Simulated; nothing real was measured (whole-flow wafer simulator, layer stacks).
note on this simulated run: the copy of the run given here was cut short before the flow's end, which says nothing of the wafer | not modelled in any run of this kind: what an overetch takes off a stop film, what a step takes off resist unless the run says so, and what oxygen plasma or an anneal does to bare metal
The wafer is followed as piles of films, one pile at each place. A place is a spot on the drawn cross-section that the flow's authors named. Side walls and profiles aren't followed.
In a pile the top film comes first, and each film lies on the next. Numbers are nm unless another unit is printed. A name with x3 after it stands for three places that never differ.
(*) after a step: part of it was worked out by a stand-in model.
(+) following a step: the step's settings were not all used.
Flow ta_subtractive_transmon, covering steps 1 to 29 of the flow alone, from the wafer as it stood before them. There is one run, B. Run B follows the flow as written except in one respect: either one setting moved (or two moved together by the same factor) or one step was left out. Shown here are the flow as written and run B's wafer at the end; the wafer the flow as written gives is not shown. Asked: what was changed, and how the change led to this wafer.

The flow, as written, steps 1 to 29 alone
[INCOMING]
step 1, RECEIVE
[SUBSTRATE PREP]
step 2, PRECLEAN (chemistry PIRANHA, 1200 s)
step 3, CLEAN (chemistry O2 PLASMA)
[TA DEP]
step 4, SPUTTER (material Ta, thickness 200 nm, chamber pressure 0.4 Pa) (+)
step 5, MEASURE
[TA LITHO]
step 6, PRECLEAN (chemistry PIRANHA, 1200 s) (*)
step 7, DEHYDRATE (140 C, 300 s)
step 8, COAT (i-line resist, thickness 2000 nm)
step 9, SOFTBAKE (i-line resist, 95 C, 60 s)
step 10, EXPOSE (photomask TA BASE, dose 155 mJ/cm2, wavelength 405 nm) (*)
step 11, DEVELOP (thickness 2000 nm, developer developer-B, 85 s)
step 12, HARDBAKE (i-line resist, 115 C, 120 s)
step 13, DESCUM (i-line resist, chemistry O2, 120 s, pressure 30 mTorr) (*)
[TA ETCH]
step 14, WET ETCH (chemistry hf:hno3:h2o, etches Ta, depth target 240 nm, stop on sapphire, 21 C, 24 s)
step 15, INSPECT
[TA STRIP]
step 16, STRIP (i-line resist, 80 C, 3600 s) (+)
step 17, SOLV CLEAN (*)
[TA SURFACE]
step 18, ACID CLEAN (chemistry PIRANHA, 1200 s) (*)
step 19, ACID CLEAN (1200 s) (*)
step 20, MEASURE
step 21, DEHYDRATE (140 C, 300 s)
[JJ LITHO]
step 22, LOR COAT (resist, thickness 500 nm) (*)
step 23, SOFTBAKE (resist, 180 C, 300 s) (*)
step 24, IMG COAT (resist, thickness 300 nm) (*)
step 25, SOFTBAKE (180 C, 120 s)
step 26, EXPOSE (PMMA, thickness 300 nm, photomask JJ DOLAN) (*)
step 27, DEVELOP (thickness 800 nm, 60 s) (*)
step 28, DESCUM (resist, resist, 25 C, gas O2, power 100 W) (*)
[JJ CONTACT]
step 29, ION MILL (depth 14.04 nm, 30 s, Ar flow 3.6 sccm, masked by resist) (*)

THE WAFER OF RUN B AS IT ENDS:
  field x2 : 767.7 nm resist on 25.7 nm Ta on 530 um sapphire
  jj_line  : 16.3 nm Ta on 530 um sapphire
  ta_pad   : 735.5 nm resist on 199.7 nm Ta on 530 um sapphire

Cause: step 14, WET ETCH: 17.4 s was run, though the flow has 24 s.

Step by step, how the change led to this:
  step 14, WET ETCH (chemistry hf:hno3:h2o, etches Ta, depth target 240 nm, stop on sapphire, 21 C, 24 s)
      field x2, jj_line, lead: -174 Ta (as written it would have been: -200 Ta (all of it))
  step 29, ION MILL (depth 14.04 nm, 30 s, Ar flow 3.6 sccm, masked by resist) (*)
      jj_line, lead: -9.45 Ta (as written it would have been: -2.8 sapphire)
If metal films that touch count as one body, field x2 has 1 body; the flow as written gives 0 bodies.
If metal films that touch count as one body, jj_line has 1 body; the flow as written gives 0 bodies.
